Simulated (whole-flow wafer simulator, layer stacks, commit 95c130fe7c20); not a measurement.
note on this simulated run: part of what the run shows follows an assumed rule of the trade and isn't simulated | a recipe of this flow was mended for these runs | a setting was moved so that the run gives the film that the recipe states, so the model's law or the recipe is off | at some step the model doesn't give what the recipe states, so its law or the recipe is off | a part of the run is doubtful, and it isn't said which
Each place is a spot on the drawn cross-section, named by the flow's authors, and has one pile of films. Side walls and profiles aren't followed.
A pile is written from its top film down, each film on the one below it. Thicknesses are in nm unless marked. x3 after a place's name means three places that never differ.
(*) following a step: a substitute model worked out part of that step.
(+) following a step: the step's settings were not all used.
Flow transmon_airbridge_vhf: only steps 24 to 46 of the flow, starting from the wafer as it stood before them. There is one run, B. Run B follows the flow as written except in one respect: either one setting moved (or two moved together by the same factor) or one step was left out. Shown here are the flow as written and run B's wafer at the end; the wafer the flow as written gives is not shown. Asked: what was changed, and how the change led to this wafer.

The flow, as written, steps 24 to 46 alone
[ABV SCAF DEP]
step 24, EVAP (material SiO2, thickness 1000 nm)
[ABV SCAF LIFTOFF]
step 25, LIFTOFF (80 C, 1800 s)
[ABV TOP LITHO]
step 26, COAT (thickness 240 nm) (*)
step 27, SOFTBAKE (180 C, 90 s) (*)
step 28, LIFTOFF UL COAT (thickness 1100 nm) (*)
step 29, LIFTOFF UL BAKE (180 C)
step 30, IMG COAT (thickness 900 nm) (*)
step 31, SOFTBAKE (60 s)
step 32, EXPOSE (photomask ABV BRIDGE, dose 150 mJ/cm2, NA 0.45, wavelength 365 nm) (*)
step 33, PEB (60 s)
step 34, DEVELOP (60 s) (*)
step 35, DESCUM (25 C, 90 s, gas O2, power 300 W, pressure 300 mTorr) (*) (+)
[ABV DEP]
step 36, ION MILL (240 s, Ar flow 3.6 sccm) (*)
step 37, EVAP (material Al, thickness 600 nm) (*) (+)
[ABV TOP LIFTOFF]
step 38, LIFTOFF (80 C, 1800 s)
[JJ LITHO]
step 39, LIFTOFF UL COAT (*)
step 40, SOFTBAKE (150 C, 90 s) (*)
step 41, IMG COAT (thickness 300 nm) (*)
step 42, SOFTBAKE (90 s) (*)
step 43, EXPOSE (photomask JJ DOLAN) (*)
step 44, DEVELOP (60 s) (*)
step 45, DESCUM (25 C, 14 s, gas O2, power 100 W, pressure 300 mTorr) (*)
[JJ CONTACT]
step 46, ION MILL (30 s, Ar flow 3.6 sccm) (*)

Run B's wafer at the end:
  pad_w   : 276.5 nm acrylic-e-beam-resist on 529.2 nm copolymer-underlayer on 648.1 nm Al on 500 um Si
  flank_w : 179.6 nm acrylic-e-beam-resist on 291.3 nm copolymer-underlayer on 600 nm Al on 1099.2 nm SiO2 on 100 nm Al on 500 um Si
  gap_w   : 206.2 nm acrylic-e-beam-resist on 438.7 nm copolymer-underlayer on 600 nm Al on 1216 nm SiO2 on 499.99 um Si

Cause: step 24, EVAP: thickness 1240 nm was run, whereas the flow has thickness 1000 nm.

The path from the change to this, step by step:
  step 24, EVAP (material SiO2, thickness 1000 nm)
      field x3, jj_line, ground_far and 10 more: +1240 SiO2 (new film) (it would be, as written: +1000 SiO2 (new film))
      flank_w, flank_e: +1123.2 SiO2 (new film) (it would be, as written: +905.8 SiO2 (new film))
  step 25, LIFTOFF (80 C, 1800 s)
      field x3, jj_line, trace_open_s x2: -1240 SiO2 (all of it), -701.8 i-line-resist (all of it), -1100 lift-off-underlayer (all of it), -240 acrylic-e-beam-resist (all of it) (it would be, as written: -1000 SiO2 (all of it), -701.8 i-line-resist (all of it), -1100 lift-off-underlayer (all of it), -240 acrylic-e-beam-resist (all of it))
      pad_w, pad_e: -1240 SiO2 (all of it), -696.3 i-line-resist (all of it), -1089.9 lift-off-underlayer (all of it), -239.3 acrylic-e-beam-resist (all of it) (it would be, as written: -1000 SiO2 (all of it), -696.3 i-line-resist (all of it), -1089.9 lift-off-underlayer (all of it), -239.3 acrylic-e-beam-resist (all of it))
      (also at 1 further place)
  step 26, COAT (thickness 240 nm) (*)
      flank_w, flank_e: +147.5 acrylic-e-beam-resist (new film) (it would be, as written: +155.2 acrylic-e-beam-resist (new film))
      gap_w, gap_e: +200.6 acrylic-e-beam-resist (new film) (it would be, as written: +211.2 acrylic-e-beam-resist (new film))
      (also at 6 further places)
  step 28, LIFTOFF UL COAT (thickness 1100 nm) (*)
      gap_w, gap_e: +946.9 lift-off-underlayer (new film) (it would be, as written: +979.6 lift-off-underlayer (new film))
      margin_s, margin_n: +769.8 lift-off-underlayer (new film) (it would be, as written: +823.4 lift-off-underlayer (new film))
      (also at 6 further places)
  step 30, IMG COAT (thickness 900 nm) (*)
      gap_w, gap_e: +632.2 i-line-resist (new film) (it would be, as written: +685.3 i-line-resist (new film))
      margin_s, margin_n: +527.2 i-line-resist (new film) (it would be, as written: +603.2 i-line-resist (new film))
      (also at 7 further places)
  step 33, PEB (60 s)
      flank_w, flank_e: -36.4 i-line-resist (it would be, as written: -38.8 i-line-resist)
      gap_w, gap_e: -32.2 i-line-resist (it would be, as written: -35 i-line-resist)
      (also at 7 further places)
  step 34, DEVELOP (60 s) (*)
      gap_w, gap_e: -599.9 i-line-resist (all of it), -946.9 lift-off-underlayer (all of it) (it would be, as written: -650.2 i-line-resist (all of it), -979.6 lift-off-underlayer (all of it))
      pad_w: -957.1 i-line-resist (all of it), -1283.4 lift-off-underlayer (all of it) (it would be, as written: -937.3 i-line-resist (all of it), -1246.2 lift-off-underlayer (all of it))
      (also at 5 further places)
  step 35, DESCUM (25 C, 90 s, gas O2, power 300 W, pressure 300 mTorr) (*) (+)
      field x3, jj_line, ground_far, trace_open_s x2, margin_s, margin_n: -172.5 i-line-resist (it would be, as written: -167.2 i-line-resist)
      flank_w, flank_e: -147.5 acrylic-e-beam-resist (all of it) (it would be, as written: -155.2 acrylic-e-beam-resist (all of it))
      (also at 6 further places)
  step 38, LIFTOFF (80 C, 1800 s)
      margin_s, margin_n: -600 Al (all of it), -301 i-line-resist (all of it), -769.8 lift-off-underlayer (all of it), -155.2 acrylic-e-beam-resist (all of it) (it would be, as written: -600 Al (all of it), -378.2 i-line-resist (all of it), -823.4 lift-off-underlayer (all of it), -168.6 acrylic-e-beam-resist (all of it))
      ground_far: -600 Al (all of it), -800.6 i-line-resist (all of it), -1140.1 lift-off-underlayer (all of it), -251.6 acrylic-e-beam-resist (all of it) (it would be, as written: -600 Al (all of it), -776.6 i-line-resist (all of it), -1134.8 lift-off-underlayer (all of it), -250.1 acrylic-e-beam-resist (all of it))
  step 39, LIFTOFF UL COAT (*)
      pad_w, pad_e: +529.2 copolymer-underlayer (new film) (it would be, as written: +513.6 copolymer-underlayer (new film))
      flank_w, flank_e: +291.3 copolymer-underlayer (new film) (it would be, as written: +308 copolymer-underlayer (new film))
      (also at 6 further places)
  step 41, IMG COAT (thickness 300 nm) (*)
      pad_w, pad_e: +308 acrylic-e-beam-resist (new film) (it would be, as written: +300.2 acrylic-e-beam-resist (new film))
      flank_w, flank_e: +211.1 acrylic-e-beam-resist (new film) (it would be, as written: +217.1 acrylic-e-beam-resist (new film))
      (also at 6 further places)
